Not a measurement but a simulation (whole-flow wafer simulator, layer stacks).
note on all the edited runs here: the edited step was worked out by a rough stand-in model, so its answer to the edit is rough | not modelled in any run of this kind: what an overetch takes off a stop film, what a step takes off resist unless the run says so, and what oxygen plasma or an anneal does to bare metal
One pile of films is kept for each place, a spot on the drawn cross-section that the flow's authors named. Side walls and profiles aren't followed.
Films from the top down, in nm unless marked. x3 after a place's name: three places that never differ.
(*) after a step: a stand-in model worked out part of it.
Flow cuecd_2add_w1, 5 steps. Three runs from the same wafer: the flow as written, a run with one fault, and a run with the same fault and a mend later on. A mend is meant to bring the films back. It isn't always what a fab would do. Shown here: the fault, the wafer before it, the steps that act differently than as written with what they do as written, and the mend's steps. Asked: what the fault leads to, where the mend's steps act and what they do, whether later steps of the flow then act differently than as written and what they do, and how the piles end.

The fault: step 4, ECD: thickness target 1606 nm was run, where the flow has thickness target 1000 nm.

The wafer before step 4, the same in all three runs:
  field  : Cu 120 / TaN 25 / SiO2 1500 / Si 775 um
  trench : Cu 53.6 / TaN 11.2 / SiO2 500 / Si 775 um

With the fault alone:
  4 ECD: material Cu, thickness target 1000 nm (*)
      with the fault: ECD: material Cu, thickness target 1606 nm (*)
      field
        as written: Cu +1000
        with the fault: Cu +1606
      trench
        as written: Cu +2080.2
        with the fault: Cu +2686.2
  No later step of the flow acts differently than as written at any place that is followed.
  At the end the piles differ from the flow's by more than 2% or 0.5 nm, whichever is larger, at field, trench.
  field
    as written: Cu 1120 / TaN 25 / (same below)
    with the fault: Cu 1726 / TaN 25 / (same below)
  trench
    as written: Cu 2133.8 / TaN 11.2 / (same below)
    with the fault: Cu 2739.8 / TaN 11.2 / (same below)

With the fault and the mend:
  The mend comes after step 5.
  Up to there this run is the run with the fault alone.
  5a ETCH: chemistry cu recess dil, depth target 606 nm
      field, trench
        Cu -606
  No later step of the flow acts differently than as written at any place that is followed.
  At the end the piles are the same as the flow's at every place that both follow.
